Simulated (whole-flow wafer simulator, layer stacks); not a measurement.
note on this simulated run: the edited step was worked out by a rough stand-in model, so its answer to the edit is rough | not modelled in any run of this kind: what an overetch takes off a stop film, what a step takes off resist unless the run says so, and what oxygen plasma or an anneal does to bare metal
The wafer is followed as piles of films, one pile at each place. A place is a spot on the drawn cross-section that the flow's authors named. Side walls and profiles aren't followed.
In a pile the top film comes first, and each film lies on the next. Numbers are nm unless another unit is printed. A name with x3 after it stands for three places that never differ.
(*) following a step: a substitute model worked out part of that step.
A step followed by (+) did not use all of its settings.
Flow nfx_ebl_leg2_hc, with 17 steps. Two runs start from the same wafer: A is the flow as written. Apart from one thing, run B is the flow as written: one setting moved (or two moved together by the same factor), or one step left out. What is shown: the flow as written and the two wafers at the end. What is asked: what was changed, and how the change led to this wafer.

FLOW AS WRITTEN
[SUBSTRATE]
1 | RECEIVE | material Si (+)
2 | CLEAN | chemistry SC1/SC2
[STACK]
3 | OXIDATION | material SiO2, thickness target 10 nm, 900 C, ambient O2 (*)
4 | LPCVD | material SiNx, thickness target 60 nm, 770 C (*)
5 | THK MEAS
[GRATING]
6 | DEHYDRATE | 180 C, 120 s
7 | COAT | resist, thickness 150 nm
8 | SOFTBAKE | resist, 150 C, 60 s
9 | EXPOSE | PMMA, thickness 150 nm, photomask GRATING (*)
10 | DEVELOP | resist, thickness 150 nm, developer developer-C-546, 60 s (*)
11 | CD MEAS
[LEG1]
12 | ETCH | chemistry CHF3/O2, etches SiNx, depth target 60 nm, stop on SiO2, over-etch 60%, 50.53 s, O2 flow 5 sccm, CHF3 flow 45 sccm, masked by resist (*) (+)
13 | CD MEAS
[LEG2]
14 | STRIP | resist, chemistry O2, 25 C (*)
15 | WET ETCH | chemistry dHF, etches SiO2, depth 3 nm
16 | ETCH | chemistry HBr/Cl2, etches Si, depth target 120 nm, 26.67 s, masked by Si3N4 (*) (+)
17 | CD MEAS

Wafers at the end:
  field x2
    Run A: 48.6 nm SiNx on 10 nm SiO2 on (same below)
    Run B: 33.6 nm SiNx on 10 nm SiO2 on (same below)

What caused this: step 4, LPCVD: thickness target 45 nm was run, while the flow as written has thickness target 60 nm.

The path from the change to this, step by step:
  4 | LPCVD | material SiNx, thickness target 60 nm, 770 C (*)
      field x2, pad x2: A SiNx gains 60 (new film) | B SiNx gains 45 (new film)
  12 | ETCH | chemistry CHF3/O2, etches SiNx, depth target 60 nm, stop on SiO2, over-etch 60%, 50.53 s, O2 flow 5 sccm, CHF3 flow 45 sccm, masked by resist (*) (+)
      pad x2: A SiNx loses 60 (all of it), SiO2 loses 10 (all of it) | B SiNx loses 45 (all of it), SiO2 loses 10 (all of it)
